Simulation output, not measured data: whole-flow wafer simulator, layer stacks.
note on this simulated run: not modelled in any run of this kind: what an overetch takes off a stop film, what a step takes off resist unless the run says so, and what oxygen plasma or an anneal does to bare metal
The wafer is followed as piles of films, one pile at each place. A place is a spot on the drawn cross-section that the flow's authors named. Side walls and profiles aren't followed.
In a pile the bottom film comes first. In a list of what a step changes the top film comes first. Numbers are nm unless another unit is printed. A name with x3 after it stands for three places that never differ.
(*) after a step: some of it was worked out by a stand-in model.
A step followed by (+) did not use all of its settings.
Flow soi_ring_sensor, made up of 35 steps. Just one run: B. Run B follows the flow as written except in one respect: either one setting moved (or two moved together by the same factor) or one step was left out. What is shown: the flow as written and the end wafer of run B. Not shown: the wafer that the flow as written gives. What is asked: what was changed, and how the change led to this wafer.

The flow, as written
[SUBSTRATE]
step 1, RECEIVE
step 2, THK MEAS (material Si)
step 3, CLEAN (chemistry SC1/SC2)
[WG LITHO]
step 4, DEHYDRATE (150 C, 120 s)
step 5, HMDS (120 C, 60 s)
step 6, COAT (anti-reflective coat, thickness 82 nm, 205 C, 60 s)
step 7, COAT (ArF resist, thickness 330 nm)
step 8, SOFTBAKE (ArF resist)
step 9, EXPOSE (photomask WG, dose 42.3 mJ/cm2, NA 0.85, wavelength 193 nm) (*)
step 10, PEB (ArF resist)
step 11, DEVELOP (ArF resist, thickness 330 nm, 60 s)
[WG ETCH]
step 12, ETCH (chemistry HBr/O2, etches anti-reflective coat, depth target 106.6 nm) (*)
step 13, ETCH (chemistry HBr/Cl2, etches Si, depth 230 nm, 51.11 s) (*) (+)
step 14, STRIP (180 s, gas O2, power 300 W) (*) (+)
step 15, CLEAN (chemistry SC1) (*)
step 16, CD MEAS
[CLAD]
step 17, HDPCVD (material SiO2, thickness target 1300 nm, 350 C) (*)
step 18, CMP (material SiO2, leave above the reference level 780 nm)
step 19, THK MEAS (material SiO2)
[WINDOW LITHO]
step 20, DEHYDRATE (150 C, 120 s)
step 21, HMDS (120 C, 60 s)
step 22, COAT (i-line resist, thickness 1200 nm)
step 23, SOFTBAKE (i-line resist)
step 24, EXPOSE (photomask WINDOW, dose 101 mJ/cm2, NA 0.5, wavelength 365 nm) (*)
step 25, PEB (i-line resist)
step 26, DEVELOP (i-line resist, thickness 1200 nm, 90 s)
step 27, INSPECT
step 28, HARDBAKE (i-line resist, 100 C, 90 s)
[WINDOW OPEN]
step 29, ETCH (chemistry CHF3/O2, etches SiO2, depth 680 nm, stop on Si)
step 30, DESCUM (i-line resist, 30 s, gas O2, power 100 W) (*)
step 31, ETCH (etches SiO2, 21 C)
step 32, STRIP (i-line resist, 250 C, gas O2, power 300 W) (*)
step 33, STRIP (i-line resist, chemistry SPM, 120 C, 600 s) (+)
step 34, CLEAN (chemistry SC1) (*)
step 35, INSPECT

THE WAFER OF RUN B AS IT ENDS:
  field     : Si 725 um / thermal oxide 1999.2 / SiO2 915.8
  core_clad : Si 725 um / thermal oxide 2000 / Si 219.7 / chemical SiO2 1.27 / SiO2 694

Cause: step 18, CMP: leave above the reference level 694 nm was run, whereas the flow has leave above the reference level 780 nm.
One can read it off the wafer: core_clad has SiO2 694, and step 18 as written asks for 780 nm.

The path from the change to this, step by step:
  step 18, CMP (material SiO2, leave above the reference level 780 nm)
      gap, window, field, gap_clad: SiO2 loses 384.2 (it would be, as written: SiO2 loses 298.2)
      core, core_clad: SiO2 loses 606 (it would be, as written: SiO2 loses 520)
  step 31, ETCH (etches SiO2, 21 C)
      core: SiO2 loses 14 (all of it), chemical SiO2 loses 1.27 (all of it) (it would be, as written: SiO2 loses 100 (all of it), chemical SiO2 loses 1.27 (all of it))
